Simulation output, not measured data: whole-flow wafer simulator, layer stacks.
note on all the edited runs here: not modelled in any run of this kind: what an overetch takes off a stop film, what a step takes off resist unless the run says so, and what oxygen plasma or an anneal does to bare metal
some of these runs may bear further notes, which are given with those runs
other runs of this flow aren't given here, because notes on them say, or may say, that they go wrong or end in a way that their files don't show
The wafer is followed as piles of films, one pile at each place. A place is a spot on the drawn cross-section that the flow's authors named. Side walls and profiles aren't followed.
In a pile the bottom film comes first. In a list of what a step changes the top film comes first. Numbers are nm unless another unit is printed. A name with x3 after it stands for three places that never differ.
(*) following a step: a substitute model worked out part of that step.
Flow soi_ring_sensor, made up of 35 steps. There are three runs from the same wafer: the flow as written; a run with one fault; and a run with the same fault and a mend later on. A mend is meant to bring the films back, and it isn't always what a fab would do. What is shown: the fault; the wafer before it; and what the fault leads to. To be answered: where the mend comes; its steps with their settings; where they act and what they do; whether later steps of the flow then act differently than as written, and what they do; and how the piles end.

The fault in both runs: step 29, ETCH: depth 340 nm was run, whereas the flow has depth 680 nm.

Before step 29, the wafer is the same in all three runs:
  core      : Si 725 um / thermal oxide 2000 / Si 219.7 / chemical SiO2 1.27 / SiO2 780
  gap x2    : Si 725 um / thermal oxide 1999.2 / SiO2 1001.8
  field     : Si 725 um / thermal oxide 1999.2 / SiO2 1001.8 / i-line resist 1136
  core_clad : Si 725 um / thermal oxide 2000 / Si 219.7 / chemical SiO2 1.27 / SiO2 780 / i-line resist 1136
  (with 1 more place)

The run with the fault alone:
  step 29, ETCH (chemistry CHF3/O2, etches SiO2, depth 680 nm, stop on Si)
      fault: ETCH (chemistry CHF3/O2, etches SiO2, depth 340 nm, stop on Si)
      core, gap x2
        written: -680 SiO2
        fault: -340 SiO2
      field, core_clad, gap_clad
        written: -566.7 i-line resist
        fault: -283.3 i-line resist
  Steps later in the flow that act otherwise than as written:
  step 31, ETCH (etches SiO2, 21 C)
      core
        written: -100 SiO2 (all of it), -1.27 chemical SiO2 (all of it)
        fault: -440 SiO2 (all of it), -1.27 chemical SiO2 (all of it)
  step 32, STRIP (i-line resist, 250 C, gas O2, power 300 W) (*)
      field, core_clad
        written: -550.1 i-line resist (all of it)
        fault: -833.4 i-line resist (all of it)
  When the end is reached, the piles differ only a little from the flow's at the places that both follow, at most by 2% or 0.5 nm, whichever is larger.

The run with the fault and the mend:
  The mend stands after step 29.
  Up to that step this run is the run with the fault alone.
  step 29a, ETCH (chemistry CHF3/O2, etches SiO2, depth 340 nm, stop on Si) (a further turn of the flow's step 29, with different settings)
      core, gap x2
        -340 SiO2
      field, core_clad, gap_clad
        -283.3 i-line resist
  Every later step of the flow that is run acts as written at every place that is followed.
  By the end, the piles equal the flow's at every place that both follow.
